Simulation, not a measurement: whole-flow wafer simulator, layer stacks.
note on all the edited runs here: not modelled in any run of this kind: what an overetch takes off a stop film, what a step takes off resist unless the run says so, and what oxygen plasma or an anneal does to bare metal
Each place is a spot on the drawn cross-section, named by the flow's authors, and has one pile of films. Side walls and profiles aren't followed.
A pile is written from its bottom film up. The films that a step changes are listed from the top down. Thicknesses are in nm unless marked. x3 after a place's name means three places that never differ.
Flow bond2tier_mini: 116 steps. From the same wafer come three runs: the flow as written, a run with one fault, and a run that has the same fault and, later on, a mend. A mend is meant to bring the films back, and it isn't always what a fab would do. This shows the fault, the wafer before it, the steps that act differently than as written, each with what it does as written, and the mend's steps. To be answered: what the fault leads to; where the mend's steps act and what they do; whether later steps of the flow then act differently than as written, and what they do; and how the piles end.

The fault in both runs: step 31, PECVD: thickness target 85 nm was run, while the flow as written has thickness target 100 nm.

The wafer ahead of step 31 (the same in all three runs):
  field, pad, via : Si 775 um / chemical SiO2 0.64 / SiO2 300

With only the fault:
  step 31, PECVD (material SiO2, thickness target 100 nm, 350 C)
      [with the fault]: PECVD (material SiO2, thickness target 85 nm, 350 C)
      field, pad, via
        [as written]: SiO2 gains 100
        [with the fault]: SiO2 gains 85
  None of the later steps of the flow acts differently than as written at any place that is followed.
  The piles end different from the flow's at pad by more than 2% or 0.5 nm, whichever is larger.
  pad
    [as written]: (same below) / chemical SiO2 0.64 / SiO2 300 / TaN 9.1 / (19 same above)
    [with the fault]: (same below) / chemical SiO2 0.64 / SiO2 285 / TaN 9.1 / (19 same above)

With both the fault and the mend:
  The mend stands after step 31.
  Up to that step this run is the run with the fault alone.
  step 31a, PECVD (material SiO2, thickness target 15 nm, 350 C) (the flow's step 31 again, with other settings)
      field, pad, via
        SiO2 gains 15
  None of the later steps of the flow acts differently than as written at any place that is followed.
  At every place that both follow, the piles at the end match the flow's.
